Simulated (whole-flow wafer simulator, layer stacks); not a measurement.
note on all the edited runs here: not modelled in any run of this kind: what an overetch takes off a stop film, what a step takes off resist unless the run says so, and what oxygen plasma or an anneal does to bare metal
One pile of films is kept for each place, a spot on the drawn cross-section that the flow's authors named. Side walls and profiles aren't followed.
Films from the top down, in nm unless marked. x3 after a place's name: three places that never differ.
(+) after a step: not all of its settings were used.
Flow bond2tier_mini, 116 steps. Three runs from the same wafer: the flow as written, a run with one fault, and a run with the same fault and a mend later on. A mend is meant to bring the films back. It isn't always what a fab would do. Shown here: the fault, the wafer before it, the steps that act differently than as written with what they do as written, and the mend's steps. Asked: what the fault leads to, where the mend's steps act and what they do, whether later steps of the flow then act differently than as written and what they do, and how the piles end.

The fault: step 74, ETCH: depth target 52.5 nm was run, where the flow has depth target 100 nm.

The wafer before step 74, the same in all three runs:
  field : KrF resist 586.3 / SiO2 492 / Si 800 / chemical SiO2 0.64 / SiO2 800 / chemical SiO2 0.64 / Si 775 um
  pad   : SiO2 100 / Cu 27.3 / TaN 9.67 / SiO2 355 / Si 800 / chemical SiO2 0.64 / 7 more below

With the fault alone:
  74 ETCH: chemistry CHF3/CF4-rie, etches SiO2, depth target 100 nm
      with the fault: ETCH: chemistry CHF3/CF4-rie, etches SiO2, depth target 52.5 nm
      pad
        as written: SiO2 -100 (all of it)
        with the fault: SiO2 -52.5
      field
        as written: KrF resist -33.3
        with the fault: KrF resist -17.5
  Later steps of the flow that act differently than as written (1 more step differs only slightly, by at most 2% or 0.5 nm, whichever is larger, and isn't shown):
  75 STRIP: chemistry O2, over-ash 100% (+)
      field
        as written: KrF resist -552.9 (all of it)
        with the fault: KrF resist -568.8 (all of it)
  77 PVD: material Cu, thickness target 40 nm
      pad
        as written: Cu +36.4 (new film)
        with the fault: Cu +38.1 (new film)
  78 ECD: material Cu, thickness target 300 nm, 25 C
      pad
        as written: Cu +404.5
        with the fault: Cu +354.9
  At the end the piles differ from the flow's by more than 2% or 0.5 nm, whichever is larger, at pad.
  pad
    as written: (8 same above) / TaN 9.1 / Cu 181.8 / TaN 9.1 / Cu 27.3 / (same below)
    with the fault: (8 same above) / TaN 9.1 / Cu 133.9 / TaN 9.53 / SiO2 47.5 / Cu 27.3 / (same below)

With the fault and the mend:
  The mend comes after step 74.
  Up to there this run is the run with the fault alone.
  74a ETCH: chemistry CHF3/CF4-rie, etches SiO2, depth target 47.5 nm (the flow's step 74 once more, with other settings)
      field
        KrF resist -15.8
      pad
        SiO2 -47.5 (all of it)
  No later step of the flow acts differently than as written at any place that is followed.
  At the end the piles are the same as the flow's at every place that both follow.
